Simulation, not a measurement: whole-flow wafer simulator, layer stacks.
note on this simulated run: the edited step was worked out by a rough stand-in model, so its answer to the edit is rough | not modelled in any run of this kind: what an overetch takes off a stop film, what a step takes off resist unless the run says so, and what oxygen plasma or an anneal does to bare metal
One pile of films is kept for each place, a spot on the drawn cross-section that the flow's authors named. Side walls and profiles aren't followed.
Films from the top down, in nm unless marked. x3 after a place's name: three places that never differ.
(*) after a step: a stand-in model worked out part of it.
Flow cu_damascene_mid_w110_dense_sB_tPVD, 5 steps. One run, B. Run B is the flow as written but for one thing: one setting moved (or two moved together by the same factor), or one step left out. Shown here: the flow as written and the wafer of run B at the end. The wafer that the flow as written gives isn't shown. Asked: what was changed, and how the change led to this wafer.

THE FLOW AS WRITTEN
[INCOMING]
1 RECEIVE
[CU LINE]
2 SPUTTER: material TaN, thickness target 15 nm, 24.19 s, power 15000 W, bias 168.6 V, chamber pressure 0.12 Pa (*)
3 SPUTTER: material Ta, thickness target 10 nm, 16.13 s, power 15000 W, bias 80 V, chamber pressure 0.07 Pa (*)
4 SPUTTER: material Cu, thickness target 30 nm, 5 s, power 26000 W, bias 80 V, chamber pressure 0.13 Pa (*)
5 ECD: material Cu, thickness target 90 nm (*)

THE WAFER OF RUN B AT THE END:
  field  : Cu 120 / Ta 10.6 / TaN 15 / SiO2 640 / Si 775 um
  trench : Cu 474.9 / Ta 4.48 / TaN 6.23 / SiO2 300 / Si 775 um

The cause: step 3, SPUTTER: bias 60.8 V was run, where the flow has bias 80 V.

How the change led to this, step by step:
  3 SPUTTER: material Ta, thickness target 10 nm, 16.13 s, power 15000 W, bias 80 V, chamber pressure 0.07 Pa (*)
      field: Ta +10.6 (new film) (as written it would be: Ta +10 (new film))
